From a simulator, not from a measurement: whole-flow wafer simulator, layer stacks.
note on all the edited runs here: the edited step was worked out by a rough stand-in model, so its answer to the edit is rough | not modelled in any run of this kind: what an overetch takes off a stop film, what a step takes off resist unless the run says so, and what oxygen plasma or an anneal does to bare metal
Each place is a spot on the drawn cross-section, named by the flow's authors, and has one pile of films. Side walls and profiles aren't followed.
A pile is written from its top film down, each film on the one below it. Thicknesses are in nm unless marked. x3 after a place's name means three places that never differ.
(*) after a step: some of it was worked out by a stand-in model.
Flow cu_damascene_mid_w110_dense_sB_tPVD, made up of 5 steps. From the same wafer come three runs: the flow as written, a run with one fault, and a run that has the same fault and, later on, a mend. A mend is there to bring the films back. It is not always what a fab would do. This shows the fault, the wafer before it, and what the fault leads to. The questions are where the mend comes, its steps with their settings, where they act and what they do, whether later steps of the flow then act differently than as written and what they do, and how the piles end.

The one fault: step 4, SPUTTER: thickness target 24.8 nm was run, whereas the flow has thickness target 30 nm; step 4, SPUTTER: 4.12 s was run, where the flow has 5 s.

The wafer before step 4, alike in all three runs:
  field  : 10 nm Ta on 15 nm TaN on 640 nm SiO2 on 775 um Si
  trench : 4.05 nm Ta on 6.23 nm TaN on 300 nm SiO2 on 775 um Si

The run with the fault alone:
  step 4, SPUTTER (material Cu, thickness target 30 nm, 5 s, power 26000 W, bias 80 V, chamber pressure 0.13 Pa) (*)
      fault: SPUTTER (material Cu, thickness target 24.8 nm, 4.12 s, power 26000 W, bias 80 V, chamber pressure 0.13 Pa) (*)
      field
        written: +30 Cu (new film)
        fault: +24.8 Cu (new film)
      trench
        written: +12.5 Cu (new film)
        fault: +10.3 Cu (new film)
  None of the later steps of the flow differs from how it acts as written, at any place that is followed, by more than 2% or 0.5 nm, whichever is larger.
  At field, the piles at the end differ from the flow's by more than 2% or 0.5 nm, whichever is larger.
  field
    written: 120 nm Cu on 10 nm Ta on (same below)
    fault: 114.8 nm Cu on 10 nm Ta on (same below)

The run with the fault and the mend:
  The mend stands after step 4.
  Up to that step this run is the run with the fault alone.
  step 4a, SPUTTER (material Cu, thickness target 5.2 nm, 0.8667 s, power 26000 W, bias 80 V, chamber pressure 0.13 Pa) (*) (the flow's step 4, run once more with other settings)
      field
        +5.2 Cu
      trench
        +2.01 Cu
  None of the later steps of the flow differs from how it acts as written, at any place that is followed, by more than 2% or 0.5 nm, whichever is larger.
  At every place that both follow, the piles at the end match the flow's.
